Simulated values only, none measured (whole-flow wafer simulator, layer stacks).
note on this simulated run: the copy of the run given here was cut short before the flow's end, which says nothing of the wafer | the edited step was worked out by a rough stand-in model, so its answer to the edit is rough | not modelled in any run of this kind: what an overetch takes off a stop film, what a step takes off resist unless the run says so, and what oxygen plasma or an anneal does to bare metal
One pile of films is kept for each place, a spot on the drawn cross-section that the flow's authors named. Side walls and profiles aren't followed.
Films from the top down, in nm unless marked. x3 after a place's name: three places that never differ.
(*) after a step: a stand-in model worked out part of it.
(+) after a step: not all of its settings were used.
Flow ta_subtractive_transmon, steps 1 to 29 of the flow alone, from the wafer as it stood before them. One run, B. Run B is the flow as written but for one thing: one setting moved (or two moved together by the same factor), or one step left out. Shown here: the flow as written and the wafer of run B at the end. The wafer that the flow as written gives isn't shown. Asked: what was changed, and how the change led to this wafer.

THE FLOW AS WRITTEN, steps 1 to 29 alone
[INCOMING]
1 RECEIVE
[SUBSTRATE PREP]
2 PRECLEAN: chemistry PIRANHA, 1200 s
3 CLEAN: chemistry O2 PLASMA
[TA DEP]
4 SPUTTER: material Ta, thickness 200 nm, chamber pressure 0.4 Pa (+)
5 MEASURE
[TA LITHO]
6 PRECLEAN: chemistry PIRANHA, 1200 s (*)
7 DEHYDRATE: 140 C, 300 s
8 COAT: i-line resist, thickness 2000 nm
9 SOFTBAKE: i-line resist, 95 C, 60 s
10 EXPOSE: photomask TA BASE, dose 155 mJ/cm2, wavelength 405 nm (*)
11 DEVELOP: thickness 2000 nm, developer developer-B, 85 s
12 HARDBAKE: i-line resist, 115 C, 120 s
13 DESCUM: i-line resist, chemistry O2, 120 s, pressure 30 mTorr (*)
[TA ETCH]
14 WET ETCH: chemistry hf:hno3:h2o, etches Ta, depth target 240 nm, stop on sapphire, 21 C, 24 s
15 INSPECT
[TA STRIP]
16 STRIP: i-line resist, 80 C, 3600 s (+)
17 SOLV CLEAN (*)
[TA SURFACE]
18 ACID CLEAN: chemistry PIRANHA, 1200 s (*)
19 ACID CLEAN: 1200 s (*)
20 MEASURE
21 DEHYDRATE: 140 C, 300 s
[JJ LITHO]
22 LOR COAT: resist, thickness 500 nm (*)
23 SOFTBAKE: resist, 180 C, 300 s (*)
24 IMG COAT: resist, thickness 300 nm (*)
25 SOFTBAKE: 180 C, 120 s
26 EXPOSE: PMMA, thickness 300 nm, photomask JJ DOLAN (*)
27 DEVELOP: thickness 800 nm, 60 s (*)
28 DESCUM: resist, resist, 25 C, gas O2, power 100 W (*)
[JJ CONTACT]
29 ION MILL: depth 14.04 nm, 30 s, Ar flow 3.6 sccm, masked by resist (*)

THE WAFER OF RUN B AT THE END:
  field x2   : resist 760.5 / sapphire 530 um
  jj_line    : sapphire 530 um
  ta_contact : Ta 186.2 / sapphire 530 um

The cause: step 29, ION MILL: 42.8 s was run, where the flow has 30 s.

How the change led to this, step by step:
  29 ION MILL: depth 14.04 nm, 30 s, Ar flow 3.6 sccm, masked by resist (*)
      field x2, ta_pad: resist -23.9 (as written it would be: resist -16.8)
      jj_line, lead: sapphire -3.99 (as written it would be: sapphire -2.8)
      (and at 1 more place)
